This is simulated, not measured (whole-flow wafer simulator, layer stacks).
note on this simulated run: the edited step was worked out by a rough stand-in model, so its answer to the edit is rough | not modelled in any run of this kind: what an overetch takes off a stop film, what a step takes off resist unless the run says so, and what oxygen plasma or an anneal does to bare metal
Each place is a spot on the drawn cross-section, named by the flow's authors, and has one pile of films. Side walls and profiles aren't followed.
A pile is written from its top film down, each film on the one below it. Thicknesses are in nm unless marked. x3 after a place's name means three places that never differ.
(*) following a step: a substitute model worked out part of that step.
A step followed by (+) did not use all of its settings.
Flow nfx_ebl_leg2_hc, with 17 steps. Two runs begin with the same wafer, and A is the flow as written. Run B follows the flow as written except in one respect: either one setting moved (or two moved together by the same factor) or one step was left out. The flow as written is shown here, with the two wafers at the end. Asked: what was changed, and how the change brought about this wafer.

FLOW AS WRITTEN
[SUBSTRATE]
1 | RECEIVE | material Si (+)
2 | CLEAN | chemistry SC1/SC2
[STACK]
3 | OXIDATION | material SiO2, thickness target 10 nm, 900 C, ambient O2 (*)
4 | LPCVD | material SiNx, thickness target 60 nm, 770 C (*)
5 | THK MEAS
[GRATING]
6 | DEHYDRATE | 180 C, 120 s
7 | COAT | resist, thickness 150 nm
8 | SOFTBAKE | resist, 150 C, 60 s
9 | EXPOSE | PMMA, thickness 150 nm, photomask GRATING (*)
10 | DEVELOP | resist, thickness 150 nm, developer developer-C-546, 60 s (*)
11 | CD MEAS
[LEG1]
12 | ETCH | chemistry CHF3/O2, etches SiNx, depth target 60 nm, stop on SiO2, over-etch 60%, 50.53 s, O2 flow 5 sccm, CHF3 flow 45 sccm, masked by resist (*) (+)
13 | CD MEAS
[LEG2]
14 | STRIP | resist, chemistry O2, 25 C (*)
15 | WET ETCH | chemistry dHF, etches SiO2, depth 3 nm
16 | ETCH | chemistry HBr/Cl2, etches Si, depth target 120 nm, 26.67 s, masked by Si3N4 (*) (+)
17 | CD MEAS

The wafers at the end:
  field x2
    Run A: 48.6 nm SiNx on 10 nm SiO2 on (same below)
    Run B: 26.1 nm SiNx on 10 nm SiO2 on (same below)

Cause: step 4, LPCVD: thickness target 37.5 nm was run, whereas the flow has thickness target 60 nm.

The path from the change to this, step by step:
  4 | LPCVD | material SiNx, thickness target 60 nm, 770 C (*)
      field x2, pad x2: A +60 SiNx (new film) | B +37.5 SiNx (new film)
  12 | ETCH | chemistry CHF3/O2, etches SiNx, depth target 60 nm, stop on SiO2, over-etch 60%, 50.53 s, O2 flow 5 sccm, CHF3 flow 45 sccm, masked by resist (*) (+)
      pad x2: A -60 SiNx (all of it), -10 SiO2 (all of it) | B -37.5 SiNx (all of it), -10 SiO2 (all of it)
